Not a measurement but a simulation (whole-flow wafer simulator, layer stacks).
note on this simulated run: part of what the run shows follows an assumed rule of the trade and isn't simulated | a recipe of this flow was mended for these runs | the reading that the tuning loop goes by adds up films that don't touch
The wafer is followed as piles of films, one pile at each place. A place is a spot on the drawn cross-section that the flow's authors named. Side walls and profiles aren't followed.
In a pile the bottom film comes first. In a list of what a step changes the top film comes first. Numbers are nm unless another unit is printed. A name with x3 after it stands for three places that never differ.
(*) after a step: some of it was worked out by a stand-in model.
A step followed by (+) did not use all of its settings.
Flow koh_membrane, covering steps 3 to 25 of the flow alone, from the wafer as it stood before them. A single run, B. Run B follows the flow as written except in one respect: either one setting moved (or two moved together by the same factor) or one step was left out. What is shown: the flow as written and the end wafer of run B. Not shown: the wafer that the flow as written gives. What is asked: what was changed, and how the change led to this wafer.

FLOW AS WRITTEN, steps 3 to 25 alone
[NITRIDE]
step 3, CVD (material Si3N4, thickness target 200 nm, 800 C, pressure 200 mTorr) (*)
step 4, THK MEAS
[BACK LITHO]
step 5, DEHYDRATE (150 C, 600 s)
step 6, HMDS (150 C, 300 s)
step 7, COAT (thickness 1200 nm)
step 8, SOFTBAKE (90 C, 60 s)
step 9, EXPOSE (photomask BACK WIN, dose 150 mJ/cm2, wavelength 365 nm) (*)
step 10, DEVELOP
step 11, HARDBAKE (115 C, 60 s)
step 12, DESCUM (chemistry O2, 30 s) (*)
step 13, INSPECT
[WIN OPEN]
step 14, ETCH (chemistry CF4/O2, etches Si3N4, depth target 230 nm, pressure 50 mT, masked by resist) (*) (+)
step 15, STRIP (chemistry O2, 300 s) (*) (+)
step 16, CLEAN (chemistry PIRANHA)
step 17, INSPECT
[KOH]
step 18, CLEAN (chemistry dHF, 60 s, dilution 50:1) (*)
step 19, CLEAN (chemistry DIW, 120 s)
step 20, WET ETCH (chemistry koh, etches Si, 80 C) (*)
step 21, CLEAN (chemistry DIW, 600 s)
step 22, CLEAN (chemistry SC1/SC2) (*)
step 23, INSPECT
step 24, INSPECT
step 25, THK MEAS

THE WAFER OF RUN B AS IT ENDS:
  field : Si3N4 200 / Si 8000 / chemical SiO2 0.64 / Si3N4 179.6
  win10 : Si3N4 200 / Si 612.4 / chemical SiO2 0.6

The reason: step 3, CVD: thickness target 181.2 nm was run, whereas the flow has thickness target 200 nm.

The path from the change to this, step by step:
  step 3, CVD (material Si3N4, thickness target 200 nm, 800 C, pressure 200 mTorr) (*)
      field, win20 x4, win10: +181.2 Si3N4 (new film) (as written it would have been: +200 Si3N4 (new film))
  step 14, ETCH (chemistry CF4/O2, etches Si3N4, depth target 230 nm, pressure 50 mT, masked by resist) (*) (+)
      win20 x4, win10: -181.2 Si3N4 (all of it), -0.64 chemical SiO2 (all of it), -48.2 Si (as written it would have been: -200 Si3N4 (all of it), -0.64 chemical SiO2 (all of it), -29.4 Si)
